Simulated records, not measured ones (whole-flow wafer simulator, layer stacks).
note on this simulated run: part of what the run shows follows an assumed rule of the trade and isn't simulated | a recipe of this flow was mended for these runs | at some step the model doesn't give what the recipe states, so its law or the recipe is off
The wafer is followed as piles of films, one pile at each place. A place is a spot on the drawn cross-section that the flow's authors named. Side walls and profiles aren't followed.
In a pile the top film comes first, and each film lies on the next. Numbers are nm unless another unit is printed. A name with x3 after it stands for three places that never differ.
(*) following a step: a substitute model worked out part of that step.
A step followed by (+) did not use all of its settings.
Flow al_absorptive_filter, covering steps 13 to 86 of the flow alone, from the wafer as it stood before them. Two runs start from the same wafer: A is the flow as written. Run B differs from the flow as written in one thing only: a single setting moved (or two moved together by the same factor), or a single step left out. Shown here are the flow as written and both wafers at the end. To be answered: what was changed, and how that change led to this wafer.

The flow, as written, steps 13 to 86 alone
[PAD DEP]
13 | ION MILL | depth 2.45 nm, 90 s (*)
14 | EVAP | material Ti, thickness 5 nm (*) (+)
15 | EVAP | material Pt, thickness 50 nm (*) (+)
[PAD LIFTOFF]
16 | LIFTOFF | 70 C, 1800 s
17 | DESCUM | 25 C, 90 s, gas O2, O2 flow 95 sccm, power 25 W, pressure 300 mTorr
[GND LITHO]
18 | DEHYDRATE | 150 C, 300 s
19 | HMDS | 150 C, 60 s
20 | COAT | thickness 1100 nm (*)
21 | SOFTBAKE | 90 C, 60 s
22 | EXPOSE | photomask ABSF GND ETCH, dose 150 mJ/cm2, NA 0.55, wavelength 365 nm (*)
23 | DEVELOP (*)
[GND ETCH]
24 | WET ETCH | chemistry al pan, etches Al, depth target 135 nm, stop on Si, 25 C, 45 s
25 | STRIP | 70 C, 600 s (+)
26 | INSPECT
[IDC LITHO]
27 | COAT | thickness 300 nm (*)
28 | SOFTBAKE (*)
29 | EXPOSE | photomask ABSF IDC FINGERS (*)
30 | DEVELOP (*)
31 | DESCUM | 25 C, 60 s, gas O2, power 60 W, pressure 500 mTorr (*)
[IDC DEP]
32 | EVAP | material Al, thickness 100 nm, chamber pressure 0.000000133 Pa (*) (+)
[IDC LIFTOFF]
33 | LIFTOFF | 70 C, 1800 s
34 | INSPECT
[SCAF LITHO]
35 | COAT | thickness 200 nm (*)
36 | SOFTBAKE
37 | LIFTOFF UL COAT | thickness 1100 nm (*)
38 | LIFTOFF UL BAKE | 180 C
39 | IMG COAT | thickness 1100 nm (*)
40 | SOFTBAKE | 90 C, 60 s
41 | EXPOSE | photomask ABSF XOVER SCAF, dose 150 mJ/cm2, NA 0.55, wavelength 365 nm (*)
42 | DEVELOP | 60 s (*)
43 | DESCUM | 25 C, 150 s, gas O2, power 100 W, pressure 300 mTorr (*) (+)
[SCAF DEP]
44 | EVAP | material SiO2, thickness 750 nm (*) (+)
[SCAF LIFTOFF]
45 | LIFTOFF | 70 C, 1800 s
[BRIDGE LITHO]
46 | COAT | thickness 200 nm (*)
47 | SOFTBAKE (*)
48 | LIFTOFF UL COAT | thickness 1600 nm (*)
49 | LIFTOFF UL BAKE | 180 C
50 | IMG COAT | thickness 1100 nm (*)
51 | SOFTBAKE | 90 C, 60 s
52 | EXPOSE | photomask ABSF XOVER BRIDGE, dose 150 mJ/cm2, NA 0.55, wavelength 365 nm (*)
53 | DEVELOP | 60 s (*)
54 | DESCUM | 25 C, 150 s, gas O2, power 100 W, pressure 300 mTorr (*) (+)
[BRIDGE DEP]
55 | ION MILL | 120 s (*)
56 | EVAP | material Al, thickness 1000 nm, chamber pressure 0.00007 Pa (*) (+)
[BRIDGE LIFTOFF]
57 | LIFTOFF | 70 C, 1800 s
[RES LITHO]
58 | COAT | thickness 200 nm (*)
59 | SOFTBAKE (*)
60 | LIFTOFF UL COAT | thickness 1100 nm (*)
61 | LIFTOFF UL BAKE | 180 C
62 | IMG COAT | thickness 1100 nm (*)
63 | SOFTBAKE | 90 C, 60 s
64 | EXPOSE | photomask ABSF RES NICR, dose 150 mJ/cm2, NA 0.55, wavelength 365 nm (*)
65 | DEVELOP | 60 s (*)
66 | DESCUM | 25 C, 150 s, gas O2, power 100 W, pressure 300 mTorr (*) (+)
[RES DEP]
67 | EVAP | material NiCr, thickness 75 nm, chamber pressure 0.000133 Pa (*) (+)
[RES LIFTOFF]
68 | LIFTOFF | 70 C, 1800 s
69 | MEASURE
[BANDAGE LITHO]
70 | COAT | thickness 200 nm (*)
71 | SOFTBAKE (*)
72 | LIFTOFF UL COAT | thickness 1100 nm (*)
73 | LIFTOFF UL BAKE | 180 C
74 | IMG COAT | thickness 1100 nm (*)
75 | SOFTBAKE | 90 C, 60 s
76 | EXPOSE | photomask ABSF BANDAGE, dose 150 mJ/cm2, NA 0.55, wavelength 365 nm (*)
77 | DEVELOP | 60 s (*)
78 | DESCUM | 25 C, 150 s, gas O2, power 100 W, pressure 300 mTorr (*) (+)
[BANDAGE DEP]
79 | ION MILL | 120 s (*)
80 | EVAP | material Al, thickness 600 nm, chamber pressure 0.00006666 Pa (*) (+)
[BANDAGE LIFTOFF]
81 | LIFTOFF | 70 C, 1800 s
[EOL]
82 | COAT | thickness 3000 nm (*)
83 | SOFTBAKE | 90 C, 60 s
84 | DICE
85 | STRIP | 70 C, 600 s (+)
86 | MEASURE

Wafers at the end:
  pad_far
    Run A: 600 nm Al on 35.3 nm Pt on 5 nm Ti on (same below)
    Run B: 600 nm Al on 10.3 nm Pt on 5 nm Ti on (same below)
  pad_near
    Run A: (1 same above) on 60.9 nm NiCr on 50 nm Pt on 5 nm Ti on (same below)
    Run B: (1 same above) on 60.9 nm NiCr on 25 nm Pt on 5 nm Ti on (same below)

What caused this: step 15, EVAP: thickness 25 nm was run, though the flow has thickness 50 nm.
The wafer itself shows it: pad_near has Pt 25, and step 15 as written asks for 50 nm.

The path from the change to this, step by step:
  15 | EVAP | material Pt, thickness 50 nm (*) (+)
      gnd, pad_far, pad_near and 11 more: A Pt gains 50 (new film) | B Pt gains 25 (new film)
  16 | LIFTOFF | 70 C, 1800 s
      gnd, ledge, res and 9 more: A Pt loses 50 (all of it), Ti loses 5 (all of it), i-line-resist loses 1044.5 (all of it), lift-off-underlayer loses 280 (all of it) | B Pt loses 25 (all of it), Ti loses 5 (all of it), i-line-resist loses 1044.5 (all of it), lift-off-underlayer loses 280 (all of it)
  27 | COAT | thickness 300 nm (*)
      pad_far: A e-beam-resist gains 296 (new film) | B e-beam-resist gains 302.5 (new film)
      pad_near: A e-beam-resist gains 288.3 (new film) | B e-beam-resist gains 296.4 (new film)
      (as well as at 1 more place)
  33 | LIFTOFF | 70 C, 1800 s
      pad_far: A Al loses 100 (all of it), e-beam-resist loses 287 (all of it) | B Al loses 100 (all of it), e-beam-resist loses 293.4 (all of it)
      pad_near: A Al loses 100 (all of it), e-beam-resist loses 279.3 (all of it) | B Al loses 100 (all of it), e-beam-resist loses 287.4 (all of it)
      (as well as at 1 more place)
  35 | COAT | thickness 200 nm (*)
      pad_near: A acrylic-e-beam-resist gains 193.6 (new film) | B acrylic-e-beam-resist gains 198.4 (new film)
      ledge: A acrylic-e-beam-resist gains 169.8 (new film) | B acrylic-e-beam-resist gains 161.2 (new film)
  45 | LIFTOFF | 70 C, 1800 s
      pad_near: A SiO2 loses 750 (all of it), i-line-resist loses 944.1 (all of it), lift-off-underlayer loses 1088 (all of it), acrylic-e-beam-resist loses 193.6 (all of it) | B SiO2 loses 750 (all of it), i-line-resist loses 948.6 (all of it), lift-off-underlayer loses 1095.9 (all of it), acrylic-e-beam-resist loses 198.4 (all of it)
      ledge: A SiO2 loses 750 (all of it), i-line-resist loses 952.1 (all of it), lift-off-underlayer loses 1114 (all of it), acrylic-e-beam-resist loses 169.8 (all of it) | B SiO2 loses 750 (all of it), i-line-resist loses 953.9 (all of it), lift-off-underlayer loses 1113.5 (all of it), acrylic-e-beam-resist loses 161.2 (all of it)
  46 | COAT | thickness 200 nm (*)
      pad_near: A acrylic-e-beam-resist gains 193.6 (new film) | B acrylic-e-beam-resist gains 198.4 (new film)
      ledge: A acrylic-e-beam-resist gains 169.8 (new film) | B acrylic-e-beam-resist gains 161.2 (new film)
  57 | LIFTOFF | 70 C, 1800 s
      pad_near: A Al loses 1000 (all of it), i-line-resist loses 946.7 (all of it), lift-off-underlayer loses 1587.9 (all of it), acrylic-e-beam-resist loses 193.6 (all of it) | B Al loses 1000 (all of it), i-line-resist loses 950.1 (all of it), lift-off-underlayer loses 1596.9 (all of it), acrylic-e-beam-resist loses 198.4 (all of it)
      ledge: A Al loses 1000 (all of it), i-line-resist loses 951.7 (all of it), lift-off-underlayer loses 1617.2 (all of it), acrylic-e-beam-resist loses 169.8 (all of it) | B Al loses 1000 (all of it), i-line-resist loses 953.3 (all of it), lift-off-underlayer loses 1617 (all of it), acrylic-e-beam-resist loses 161.2 (all of it)
  58 | COAT | thickness 200 nm (*)
      pad_near: A acrylic-e-beam-resist gains 193.6 (new film) | B acrylic-e-beam-resist gains 198.4 (new film)
      ledge: A acrylic-e-beam-resist gains 169.8 (new film) | B acrylic-e-beam-resist gains 161.2 (new film)
  66 | DESCUM | 25 C, 150 s, gas O2, power 100 W, pressure 300 mTorr (*) (+)
      pad_near: A acrylic-e-beam-resist loses 193.6 (all of it) | B acrylic-e-beam-resist loses 198.4 (all of it)
      ledge: A acrylic-e-beam-resist loses 169.8 (all of it) | B acrylic-e-beam-resist loses 161.2 (all of it)
  70 | COAT | thickness 200 nm (*)
      pad_near: A acrylic-e-beam-resist gains 180.9 (new film) | B acrylic-e-beam-resist gains 185.9 (new film)
      ledge: A acrylic-e-beam-resist gains 167 (new film) | B acrylic-e-beam-resist gains 159.7 (new film)
  78 | DESCUM | 25 C, 150 s, gas O2, power 100 W, pressure 300 mTorr (*) (+)
      pad_near: A acrylic-e-beam-resist loses 180.9 (all of it) | B acrylic-e-beam-resist loses 185.9 (all of it)
  81 | LIFTOFF | 70 C, 1800 s
      ledge: A Al loses 600 (all of it), i-line-resist loses 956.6 (all of it), lift-off-underlayer loses 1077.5 (all of it), acrylic-e-beam-resist loses 167 (all of it) | B Al loses 600 (all of it), i-line-resist loses 956.4 (all of it), lift-off-underlayer loses 1076 (all of it), acrylic-e-beam-resist loses 159.7 (all of it)
  83 | SOFTBAKE | 90 C, 60 s
      pad_far: A i-line-resist loses 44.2 | B i-line-resist loses 42.2
      pad_near: A i-line-resist loses 41.1 | B i-line-resist loses 39.4
      (as well as at 1 more place)
